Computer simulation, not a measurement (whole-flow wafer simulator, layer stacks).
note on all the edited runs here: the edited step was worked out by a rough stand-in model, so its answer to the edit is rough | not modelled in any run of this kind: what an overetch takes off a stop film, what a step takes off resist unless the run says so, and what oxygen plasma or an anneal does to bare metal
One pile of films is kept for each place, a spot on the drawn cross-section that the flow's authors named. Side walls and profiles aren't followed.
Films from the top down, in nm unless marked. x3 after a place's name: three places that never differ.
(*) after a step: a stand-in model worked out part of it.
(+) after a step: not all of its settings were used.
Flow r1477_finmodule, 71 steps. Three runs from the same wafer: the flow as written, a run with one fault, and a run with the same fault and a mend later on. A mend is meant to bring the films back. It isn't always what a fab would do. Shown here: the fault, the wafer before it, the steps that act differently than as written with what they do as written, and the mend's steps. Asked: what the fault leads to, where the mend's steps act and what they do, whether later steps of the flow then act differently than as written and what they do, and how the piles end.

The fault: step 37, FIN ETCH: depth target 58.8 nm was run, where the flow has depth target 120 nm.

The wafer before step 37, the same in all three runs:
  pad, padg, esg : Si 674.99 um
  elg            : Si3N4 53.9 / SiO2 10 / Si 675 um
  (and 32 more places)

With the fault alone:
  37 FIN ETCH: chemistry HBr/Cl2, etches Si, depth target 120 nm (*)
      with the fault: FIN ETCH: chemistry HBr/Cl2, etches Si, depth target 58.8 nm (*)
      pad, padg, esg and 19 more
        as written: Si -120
        with the fault: Si -58.8
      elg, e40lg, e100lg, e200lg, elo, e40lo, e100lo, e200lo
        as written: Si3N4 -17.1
        with the fault: Si3N4 -8.4
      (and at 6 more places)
  Later steps of the flow that act differently than as written (3 more steps differ only slightly, by at most 2% or 0.5 nm, whichever is larger, and aren't shown):
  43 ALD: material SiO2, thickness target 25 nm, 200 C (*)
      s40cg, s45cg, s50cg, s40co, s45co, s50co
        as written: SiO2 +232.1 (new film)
        with the fault: SiO2 +175.6 (new film)
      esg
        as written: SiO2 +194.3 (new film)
        with the fault: SiO2 +141.8 (new film)
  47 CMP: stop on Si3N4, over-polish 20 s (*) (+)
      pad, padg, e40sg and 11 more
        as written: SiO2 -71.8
        with the fault: SiO2 -133
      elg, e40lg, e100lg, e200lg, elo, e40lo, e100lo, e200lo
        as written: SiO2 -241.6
        with the fault: SiO2 -250.3
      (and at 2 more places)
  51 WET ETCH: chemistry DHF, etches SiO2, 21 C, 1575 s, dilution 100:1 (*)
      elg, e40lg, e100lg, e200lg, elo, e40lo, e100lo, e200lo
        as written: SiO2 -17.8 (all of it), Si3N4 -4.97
        with the fault: SiO2 -9.11 (all of it), Si3N4 -5.68
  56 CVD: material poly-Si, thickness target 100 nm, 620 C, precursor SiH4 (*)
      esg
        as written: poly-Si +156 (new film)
        with the fault: poly-Si +164 (new film)
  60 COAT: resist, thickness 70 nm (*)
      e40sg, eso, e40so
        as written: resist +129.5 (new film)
        with the fault: resist +137 (new film)
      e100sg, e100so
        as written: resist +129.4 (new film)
        with the fault: resist +136.9 (new film)
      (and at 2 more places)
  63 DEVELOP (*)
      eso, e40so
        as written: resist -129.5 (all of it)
        with the fault: resist -137 (all of it)
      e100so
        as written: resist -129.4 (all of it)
        with the fault: resist -136.9 (all of it)
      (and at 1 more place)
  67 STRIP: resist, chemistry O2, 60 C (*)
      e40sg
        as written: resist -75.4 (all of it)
        with the fault: resist -82.9 (all of it)
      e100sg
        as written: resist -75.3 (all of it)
        with the fault: resist -82.8 (all of it)
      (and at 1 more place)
  At the end the piles differ from the flow's by more than 2% or 0.5 nm, whichever is larger, at pad, padg, elg and 27 more.
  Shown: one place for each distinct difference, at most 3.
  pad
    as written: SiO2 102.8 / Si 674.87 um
    with the fault: SiO2 41.8 / Si 674.93 um
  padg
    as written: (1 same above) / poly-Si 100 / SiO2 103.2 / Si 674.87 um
    with the fault: (1 same above) / poly-Si 100 / SiO2 42.2 / Si 674.93 um
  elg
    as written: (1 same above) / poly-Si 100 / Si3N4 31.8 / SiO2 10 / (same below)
    with the fault: (1 same above) / poly-Si 100 / Si3N4 39.8 / SiO2 10 / (same below)

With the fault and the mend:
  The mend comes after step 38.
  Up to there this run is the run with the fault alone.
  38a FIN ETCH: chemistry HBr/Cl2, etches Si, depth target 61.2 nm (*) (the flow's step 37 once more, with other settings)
      pad, padg, esg and 19 more
        Si -61.2
      elg, e40lg, e100lg, e200lg, elo, e40lo, e100lo, e200lo
        Si3N4 -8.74
      s40sg_line, s45sg_line, s50sg_line, s40so_line, s45so_line, s50so_line
        SiO2 -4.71
  No later step of the flow acts differently than as written at any place that is followed.
  At the end the piles are the same as the flow's at every place that both follow.
